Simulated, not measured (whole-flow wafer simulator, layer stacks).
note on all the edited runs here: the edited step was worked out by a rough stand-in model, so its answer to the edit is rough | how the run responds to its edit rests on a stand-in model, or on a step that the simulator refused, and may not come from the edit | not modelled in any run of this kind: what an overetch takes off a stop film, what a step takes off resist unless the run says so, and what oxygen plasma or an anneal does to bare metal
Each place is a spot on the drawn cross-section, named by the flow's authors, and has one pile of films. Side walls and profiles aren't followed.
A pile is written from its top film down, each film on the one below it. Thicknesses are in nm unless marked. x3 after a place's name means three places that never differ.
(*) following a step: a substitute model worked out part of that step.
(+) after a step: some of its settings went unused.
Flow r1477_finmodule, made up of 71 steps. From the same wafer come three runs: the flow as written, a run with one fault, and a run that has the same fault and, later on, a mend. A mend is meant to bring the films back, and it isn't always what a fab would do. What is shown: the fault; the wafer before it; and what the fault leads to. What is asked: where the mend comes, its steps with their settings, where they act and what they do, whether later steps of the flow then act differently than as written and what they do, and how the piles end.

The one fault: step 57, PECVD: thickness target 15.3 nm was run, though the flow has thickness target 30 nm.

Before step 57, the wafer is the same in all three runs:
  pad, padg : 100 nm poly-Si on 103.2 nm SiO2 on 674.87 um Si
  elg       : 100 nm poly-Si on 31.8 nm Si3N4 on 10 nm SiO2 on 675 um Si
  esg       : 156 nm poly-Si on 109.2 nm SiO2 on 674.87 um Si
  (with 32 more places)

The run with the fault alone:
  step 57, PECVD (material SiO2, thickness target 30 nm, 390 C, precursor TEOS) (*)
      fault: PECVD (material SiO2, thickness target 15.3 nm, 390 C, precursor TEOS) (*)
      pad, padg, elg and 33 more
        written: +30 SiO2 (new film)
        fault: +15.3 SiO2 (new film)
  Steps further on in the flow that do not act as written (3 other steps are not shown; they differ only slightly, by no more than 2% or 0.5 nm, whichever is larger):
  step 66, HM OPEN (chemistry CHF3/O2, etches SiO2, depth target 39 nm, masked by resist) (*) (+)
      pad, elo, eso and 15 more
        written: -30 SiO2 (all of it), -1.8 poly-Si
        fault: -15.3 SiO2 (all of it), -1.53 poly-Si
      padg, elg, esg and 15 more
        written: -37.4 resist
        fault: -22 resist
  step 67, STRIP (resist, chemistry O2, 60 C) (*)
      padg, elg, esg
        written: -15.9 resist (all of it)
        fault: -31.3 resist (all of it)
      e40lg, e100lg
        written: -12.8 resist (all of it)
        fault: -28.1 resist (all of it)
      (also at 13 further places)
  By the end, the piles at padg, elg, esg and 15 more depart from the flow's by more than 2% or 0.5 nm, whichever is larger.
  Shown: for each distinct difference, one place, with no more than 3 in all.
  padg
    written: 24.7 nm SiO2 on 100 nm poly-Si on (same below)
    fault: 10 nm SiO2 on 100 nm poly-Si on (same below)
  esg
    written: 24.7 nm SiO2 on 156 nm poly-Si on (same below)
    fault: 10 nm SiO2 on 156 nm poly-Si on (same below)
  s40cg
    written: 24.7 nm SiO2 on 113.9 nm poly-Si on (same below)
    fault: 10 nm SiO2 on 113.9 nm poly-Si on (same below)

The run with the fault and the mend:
  The mend stands after step 58.
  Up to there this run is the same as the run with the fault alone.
  step 58a, PECVD (material SiO2, thickness target 14.7 nm, 390 C, precursor TEOS) (*) (the flow's step 57, run once more with other settings)
      pad, padg, elg and 33 more
        +14.7 SiO2
  Every later step of the flow that is run acts as written at every place that is followed.
  At every place that both follow, the piles at the end match the flow's.
